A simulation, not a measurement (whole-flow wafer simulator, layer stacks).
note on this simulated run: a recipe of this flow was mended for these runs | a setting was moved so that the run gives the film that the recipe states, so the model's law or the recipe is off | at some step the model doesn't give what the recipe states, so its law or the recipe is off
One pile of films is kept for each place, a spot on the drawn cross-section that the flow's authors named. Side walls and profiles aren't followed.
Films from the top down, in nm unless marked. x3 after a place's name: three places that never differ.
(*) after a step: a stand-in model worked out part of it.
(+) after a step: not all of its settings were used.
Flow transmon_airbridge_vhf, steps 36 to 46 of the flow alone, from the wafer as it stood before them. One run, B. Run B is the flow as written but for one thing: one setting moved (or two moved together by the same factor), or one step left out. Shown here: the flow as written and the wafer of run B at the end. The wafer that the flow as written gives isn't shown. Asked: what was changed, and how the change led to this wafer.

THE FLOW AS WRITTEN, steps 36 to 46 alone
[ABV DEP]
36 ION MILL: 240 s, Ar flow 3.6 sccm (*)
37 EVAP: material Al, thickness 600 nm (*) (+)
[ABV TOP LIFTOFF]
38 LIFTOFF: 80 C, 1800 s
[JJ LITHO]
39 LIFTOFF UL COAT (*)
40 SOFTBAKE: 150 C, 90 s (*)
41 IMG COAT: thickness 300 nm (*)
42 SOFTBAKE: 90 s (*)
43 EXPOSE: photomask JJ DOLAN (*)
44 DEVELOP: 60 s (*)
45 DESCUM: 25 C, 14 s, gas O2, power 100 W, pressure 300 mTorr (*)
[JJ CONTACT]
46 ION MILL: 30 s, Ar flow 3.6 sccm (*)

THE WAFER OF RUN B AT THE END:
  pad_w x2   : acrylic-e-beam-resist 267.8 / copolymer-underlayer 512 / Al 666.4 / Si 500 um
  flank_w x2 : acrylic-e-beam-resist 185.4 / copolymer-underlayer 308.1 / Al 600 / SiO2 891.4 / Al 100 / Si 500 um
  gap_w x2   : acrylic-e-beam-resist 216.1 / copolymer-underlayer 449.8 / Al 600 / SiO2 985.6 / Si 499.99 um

The cause: step 36, ION MILL: 144 s was run, where the flow has 240 s.

How the change led to this, step by step:
  36 ION MILL: 240 s, Ar flow 3.6 sccm (*)
      field x3, jj_line, ground_far, trace_open_s x2, margin_s, margin_n: i-line-resist -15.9 (as written it would be: i-line-resist -26.5)
      flank_w x2, gap_w x2, cpw_trace, bridge_strip: SiO2 -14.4 (as written it would be: SiO2 -24)
      (and at 2 more places)
  38 LIFTOFF: 80 C, 1800 s
      margin_s, margin_n: Al -600 (all of it), i-line-resist -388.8 (all of it), lift-off-underlayer -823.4 (all of it), acrylic-e-beam-resist -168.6 (all of it) (as written it would be: Al -600 (all of it), i-line-resist -378.2 (all of it), lift-off-underlayer -823.4 (all of it), acrylic-e-beam-resist -168.6 (all of it))
